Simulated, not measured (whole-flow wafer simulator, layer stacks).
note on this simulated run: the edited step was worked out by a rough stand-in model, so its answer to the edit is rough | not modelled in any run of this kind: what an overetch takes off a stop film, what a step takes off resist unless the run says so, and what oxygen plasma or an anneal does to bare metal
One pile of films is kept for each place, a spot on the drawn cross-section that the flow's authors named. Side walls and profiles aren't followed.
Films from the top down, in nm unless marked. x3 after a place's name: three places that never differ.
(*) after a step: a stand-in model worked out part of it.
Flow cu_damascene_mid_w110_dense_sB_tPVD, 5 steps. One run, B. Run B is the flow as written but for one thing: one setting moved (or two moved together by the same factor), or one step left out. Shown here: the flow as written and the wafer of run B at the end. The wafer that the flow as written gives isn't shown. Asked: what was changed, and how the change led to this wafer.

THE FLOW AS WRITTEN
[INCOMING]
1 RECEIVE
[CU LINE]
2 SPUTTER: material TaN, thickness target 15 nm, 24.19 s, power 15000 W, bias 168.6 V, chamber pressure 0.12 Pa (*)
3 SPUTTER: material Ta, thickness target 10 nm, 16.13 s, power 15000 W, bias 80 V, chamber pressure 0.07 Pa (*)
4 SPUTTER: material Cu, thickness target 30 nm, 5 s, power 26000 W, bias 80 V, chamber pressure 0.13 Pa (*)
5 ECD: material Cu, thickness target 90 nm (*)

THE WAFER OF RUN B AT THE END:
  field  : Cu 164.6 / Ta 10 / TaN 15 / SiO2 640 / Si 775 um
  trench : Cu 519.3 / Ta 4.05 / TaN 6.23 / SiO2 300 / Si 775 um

The cause: step 5, ECD: thickness target 134.6 nm was run, where the flow has thickness target 90 nm.

How the change led to this, step by step:
  5 ECD: material Cu, thickness target 90 nm (*)
      field: Cu +134.6 (as written it would be: Cu +90)
      trench: Cu +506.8 (as written it would be: Cu +462.2)
